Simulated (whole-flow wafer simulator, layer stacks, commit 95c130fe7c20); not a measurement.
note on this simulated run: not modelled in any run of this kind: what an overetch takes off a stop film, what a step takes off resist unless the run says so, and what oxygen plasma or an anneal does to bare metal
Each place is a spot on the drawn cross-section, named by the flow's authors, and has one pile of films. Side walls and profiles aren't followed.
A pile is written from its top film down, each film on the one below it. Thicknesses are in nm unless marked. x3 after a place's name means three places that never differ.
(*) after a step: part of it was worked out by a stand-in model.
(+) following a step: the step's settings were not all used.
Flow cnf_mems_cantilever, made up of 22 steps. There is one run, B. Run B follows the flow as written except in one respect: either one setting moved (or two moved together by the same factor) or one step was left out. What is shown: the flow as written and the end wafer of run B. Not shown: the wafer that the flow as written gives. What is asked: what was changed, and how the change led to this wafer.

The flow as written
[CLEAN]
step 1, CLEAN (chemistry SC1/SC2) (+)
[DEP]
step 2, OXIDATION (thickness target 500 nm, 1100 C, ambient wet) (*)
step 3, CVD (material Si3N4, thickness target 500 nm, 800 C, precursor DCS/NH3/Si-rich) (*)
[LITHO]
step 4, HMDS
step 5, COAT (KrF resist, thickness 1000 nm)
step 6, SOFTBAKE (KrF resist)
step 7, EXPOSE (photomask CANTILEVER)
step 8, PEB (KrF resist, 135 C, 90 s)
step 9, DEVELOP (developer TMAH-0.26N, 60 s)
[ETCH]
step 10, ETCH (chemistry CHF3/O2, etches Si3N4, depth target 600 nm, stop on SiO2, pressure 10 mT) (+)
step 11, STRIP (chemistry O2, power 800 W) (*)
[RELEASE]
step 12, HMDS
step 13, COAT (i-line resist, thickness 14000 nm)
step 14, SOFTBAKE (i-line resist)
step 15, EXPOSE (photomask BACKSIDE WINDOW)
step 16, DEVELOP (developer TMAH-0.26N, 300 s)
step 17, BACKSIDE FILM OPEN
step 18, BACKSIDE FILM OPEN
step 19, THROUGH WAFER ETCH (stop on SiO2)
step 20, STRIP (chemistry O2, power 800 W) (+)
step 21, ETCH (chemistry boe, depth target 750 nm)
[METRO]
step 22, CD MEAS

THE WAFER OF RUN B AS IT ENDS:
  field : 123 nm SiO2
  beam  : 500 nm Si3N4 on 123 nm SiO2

Cause: step 21, ETCH: depth target 377 nm was run, while the flow as written has depth target 750 nm.

The path from the change to this, step by step:
  step 21, ETCH (chemistry boe, depth target 750 nm)
      field: -377 SiO2 (in the flow as written it would be: -500 SiO2 (all of it))
      beam: under 1 film: -377 SiO2 (in the flow as written it would be: under 1 film: -500 SiO2 (all of it))
